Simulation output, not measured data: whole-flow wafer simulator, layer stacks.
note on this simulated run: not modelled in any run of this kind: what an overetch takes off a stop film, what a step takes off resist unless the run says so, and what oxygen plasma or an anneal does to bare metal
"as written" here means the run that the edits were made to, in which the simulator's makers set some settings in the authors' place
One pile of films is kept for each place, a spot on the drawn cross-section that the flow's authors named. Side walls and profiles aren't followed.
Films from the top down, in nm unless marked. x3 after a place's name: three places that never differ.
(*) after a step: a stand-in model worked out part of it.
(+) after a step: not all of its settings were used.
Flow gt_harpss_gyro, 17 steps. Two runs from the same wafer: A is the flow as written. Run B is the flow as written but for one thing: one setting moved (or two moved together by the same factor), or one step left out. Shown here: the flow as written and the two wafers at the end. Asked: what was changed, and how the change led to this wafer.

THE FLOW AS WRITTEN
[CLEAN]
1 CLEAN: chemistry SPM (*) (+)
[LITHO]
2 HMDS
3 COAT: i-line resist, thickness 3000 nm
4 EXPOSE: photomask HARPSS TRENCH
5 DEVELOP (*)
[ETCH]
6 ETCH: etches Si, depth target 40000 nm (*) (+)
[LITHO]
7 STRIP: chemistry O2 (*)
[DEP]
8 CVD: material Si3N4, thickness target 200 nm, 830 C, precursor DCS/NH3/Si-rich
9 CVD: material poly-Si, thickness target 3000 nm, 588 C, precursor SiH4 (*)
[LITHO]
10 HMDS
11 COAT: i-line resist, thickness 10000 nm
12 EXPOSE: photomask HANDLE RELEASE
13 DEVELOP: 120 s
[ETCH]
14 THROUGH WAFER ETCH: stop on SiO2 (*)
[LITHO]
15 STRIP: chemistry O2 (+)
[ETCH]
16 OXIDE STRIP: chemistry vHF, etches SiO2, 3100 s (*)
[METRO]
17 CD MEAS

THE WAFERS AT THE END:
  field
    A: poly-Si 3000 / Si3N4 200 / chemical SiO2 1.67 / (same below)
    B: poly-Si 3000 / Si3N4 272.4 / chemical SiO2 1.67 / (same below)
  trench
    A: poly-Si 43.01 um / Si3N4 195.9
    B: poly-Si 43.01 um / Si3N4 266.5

The cause: step 8, CVD: thickness target 272.4 nm was run, where the flow has thickness target 200 nm.
It can be read off the wafer: field has Si3N4 272.4, and step 8 as written asks for 200 nm.

How the change led to this, step by step:
  8 CVD: material Si3N4, thickness target 200 nm, 830 C, precursor DCS/NH3/Si-rich
      field: A Si3N4 +200 (new film) | B Si3N4 +272.4 (new film)
      trench: A Si3N4 +195.9 (new film) | B Si3N4 +266.5 (new film)
